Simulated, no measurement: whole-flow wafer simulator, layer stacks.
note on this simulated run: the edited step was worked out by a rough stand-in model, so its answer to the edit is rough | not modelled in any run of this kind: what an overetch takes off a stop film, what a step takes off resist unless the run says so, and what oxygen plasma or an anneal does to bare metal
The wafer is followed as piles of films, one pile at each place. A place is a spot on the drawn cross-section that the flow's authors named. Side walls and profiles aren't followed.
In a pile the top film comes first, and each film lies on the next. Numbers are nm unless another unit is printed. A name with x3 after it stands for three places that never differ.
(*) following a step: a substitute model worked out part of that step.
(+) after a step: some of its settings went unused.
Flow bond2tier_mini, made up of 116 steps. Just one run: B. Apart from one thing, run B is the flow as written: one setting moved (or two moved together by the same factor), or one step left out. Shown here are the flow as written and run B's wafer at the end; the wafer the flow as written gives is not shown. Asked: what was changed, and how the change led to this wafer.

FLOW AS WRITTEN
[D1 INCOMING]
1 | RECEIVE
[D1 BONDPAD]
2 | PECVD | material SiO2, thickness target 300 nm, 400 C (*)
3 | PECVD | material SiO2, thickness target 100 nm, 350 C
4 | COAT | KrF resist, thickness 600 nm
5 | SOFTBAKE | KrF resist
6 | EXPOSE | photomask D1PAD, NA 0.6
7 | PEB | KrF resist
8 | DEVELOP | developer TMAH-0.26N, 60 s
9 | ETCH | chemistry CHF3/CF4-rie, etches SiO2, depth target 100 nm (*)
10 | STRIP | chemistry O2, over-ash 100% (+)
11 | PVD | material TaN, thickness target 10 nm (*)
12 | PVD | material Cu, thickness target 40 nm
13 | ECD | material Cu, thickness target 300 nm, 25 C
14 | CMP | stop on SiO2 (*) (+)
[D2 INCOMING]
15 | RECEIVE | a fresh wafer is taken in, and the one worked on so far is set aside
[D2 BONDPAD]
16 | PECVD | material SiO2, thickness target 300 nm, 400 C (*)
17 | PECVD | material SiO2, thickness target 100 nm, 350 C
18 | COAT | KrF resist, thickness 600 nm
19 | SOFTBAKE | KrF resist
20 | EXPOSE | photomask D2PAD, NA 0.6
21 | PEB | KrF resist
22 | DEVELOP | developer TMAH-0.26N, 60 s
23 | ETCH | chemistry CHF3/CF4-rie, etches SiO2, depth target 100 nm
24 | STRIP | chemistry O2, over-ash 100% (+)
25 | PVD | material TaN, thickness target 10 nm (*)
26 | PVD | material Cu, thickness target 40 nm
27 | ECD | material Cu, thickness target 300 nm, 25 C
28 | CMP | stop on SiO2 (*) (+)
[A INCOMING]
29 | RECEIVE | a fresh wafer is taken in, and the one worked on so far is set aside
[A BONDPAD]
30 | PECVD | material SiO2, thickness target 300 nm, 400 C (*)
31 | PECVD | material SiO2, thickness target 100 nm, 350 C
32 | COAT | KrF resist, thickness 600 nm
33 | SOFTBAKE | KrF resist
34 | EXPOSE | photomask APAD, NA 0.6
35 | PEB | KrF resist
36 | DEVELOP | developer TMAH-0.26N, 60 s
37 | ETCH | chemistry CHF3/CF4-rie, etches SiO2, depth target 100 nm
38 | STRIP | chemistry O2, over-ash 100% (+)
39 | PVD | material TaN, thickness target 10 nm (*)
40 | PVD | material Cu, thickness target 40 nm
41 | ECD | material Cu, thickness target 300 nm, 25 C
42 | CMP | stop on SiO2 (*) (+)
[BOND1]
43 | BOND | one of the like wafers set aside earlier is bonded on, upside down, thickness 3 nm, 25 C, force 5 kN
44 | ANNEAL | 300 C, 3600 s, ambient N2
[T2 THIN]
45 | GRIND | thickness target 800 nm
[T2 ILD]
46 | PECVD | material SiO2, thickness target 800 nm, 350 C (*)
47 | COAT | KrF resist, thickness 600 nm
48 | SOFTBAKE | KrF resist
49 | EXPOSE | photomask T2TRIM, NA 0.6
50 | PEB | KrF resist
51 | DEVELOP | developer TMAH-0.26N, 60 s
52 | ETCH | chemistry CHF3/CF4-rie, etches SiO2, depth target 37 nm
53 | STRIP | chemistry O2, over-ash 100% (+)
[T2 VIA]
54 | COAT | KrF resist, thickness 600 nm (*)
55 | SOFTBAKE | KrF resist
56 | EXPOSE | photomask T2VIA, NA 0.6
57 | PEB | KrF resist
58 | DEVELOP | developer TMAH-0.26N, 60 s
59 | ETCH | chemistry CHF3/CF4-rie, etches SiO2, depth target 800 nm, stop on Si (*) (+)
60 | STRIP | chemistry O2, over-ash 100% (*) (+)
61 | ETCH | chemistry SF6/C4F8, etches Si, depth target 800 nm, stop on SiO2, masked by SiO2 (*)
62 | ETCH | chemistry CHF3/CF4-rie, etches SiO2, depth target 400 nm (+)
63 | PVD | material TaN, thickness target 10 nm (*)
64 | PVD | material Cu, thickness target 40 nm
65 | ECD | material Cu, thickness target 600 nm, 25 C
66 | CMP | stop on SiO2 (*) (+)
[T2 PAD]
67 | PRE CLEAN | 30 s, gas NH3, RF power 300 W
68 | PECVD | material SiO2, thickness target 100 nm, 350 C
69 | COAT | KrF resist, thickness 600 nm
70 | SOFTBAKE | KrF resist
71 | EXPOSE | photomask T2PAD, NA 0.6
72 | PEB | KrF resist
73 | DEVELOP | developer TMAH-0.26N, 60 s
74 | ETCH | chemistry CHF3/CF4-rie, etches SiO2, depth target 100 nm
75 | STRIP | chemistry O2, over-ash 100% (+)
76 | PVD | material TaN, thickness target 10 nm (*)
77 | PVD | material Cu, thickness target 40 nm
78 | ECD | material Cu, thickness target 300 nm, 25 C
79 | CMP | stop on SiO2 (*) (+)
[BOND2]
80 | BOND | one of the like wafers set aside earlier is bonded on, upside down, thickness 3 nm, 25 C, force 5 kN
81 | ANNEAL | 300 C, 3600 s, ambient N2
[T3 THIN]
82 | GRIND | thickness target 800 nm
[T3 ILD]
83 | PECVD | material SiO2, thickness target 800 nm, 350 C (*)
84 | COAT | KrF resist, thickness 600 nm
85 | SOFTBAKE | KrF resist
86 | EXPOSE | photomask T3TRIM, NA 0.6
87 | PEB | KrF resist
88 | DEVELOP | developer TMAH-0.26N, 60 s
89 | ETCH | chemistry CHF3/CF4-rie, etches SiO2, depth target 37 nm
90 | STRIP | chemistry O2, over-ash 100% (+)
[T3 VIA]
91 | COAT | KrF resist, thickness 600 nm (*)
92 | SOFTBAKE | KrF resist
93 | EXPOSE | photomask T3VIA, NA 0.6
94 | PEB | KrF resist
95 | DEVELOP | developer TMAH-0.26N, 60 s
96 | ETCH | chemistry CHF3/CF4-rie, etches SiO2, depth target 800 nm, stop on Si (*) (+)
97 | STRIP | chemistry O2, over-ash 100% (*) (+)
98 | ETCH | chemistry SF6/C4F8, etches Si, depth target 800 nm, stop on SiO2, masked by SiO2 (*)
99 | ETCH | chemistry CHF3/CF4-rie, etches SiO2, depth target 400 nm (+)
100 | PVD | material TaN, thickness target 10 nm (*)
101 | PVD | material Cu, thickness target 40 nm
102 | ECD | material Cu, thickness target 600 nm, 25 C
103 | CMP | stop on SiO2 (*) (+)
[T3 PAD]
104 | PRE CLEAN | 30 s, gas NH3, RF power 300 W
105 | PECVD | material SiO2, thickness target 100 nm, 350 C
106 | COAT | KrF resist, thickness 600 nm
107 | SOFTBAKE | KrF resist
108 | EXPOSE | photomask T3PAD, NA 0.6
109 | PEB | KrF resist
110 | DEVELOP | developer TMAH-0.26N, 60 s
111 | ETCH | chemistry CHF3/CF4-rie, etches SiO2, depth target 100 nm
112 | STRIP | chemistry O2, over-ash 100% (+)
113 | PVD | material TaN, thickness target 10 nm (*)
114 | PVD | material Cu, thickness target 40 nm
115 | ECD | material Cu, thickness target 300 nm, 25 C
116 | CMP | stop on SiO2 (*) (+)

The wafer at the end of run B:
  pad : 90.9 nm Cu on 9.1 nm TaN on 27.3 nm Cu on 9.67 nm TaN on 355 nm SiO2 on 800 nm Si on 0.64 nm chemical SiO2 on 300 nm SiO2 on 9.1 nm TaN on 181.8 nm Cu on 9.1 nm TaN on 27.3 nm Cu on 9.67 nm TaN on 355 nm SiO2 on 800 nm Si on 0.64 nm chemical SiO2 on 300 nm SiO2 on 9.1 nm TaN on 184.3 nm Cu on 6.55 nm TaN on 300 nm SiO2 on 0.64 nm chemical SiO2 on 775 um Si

The reason: step 39, PVD: thickness target 7.2 nm was run, whereas the flow has thickness target 10 nm.

Step by step, how the change led to this:
  39 | PVD | material TaN, thickness target 10 nm (*)
      field: TaN gains 7.2 (new film) (in the flow as written it would be: TaN gains 10 (new film))
      pad: TaN gains 6.55 (new film) (in the flow as written it would be: TaN gains 9.1 (new film))
      (also at 1 further place)
  42 | CMP | stop on SiO2 (*) (+)
      field: Cu loses 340 (all of it), TaN loses 7.2 (all of it) (in the flow as written it would be: Cu loses 340 (all of it), TaN loses 10 (all of it))
